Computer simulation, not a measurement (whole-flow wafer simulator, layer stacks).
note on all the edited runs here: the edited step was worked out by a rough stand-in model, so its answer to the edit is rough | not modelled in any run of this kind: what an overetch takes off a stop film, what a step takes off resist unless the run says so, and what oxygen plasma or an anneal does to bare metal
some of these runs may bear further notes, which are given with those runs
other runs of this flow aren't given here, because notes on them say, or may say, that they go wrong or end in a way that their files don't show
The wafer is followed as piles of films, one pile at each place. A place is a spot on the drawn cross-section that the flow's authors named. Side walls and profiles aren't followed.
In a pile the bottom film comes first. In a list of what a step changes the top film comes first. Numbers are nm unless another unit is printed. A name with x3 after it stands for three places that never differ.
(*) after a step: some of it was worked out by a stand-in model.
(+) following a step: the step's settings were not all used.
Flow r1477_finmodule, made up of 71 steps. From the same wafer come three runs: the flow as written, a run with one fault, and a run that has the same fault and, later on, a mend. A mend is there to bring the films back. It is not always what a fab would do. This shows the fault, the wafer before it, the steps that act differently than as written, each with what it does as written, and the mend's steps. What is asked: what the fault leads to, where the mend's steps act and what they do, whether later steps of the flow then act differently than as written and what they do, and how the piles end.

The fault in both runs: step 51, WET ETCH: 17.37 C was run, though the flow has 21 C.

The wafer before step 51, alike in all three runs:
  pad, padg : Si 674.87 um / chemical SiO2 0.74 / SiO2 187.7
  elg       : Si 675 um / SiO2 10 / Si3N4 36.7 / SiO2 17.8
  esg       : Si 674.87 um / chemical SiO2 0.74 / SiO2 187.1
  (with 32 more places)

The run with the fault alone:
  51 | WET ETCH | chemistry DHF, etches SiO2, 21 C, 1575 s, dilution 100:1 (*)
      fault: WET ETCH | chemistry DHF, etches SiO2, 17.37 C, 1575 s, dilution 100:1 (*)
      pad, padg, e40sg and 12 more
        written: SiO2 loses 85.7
        fault: SiO2 loses 73.7
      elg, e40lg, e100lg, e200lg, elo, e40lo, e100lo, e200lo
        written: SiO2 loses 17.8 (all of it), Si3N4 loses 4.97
        fault: SiO2 loses 17.8 (all of it), Si3N4 loses 3.69
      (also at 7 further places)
  Steps further on in the flow that do not act as written (1 more step, not shown, differs only slightly: by at most 2% or 0.5 nm, whichever is larger):
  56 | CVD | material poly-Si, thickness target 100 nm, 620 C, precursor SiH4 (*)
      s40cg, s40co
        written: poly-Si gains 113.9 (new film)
        fault: poly-Si gains 102.9 (new film)
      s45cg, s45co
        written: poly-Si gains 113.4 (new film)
        fault: poly-Si gains 102.4 (new film)
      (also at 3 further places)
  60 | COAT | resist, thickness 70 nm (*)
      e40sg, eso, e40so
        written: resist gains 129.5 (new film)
        fault: resist gains 119.4 (new film)
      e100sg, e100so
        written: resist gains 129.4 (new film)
        fault: resist gains 119.3 (new film)
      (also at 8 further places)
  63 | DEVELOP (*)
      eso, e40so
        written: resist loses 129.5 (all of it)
        fault: resist loses 119.4 (all of it)
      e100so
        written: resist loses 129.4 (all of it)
        fault: resist loses 119.3 (all of it)
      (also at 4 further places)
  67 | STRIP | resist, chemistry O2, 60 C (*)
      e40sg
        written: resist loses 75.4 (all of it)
        fault: resist loses 65.2 (all of it)
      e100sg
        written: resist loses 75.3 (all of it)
        fault: resist loses 65.2 (all of it)
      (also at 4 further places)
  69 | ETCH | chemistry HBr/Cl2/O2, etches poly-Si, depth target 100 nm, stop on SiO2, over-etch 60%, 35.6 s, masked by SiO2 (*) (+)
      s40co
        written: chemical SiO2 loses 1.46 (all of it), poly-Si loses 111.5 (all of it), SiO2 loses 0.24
        fault: chemical SiO2 loses 1.4 (all of it), poly-Si loses 100.5 (all of it), SiO2 loses 0.3
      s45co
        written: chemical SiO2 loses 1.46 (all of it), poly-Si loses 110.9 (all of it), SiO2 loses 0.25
        fault: chemical SiO2 loses 1.4 (all of it), poly-Si loses 99.9 (all of it), SiO2 loses 0.3
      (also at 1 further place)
  At pad, padg, elg and 27 more, the piles at the end differ from the flow's by more than 2% or 0.5 nm, whichever is larger.
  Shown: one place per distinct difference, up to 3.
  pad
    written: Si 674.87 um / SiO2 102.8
    fault: Si 674.87 um / SiO2 114.7
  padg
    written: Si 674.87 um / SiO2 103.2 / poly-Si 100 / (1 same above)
    fault: Si 674.87 um / SiO2 115.2 / poly-Si 100 / (1 same above)
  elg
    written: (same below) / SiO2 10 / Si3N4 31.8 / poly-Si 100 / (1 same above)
    fault: (same below) / SiO2 10 / Si3N4 33 / poly-Si 100 / (1 same above)

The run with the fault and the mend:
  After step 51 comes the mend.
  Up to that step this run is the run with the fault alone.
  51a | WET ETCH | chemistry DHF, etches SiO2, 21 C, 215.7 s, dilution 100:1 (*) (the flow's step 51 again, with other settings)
      pad, padg, e40sg and 12 more
        SiO2 loses 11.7
      elg, e40lg, e100lg, e200lg, elo, e40lo, e100lo, e200lo
        Si3N4 loses 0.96
      esg, s40cg, s45cg, s50cg, s40co, s45co, s50co
        SiO2 loses 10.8
  None of the later steps of the flow differs from how it acts as written, at any place that is followed, by more than 2% or 0.5 nm, whichever is larger.
  When the end is reached, the piles differ only a little from the flow's at the places that both follow, at most by 2% or 0.5 nm, whichever is larger.
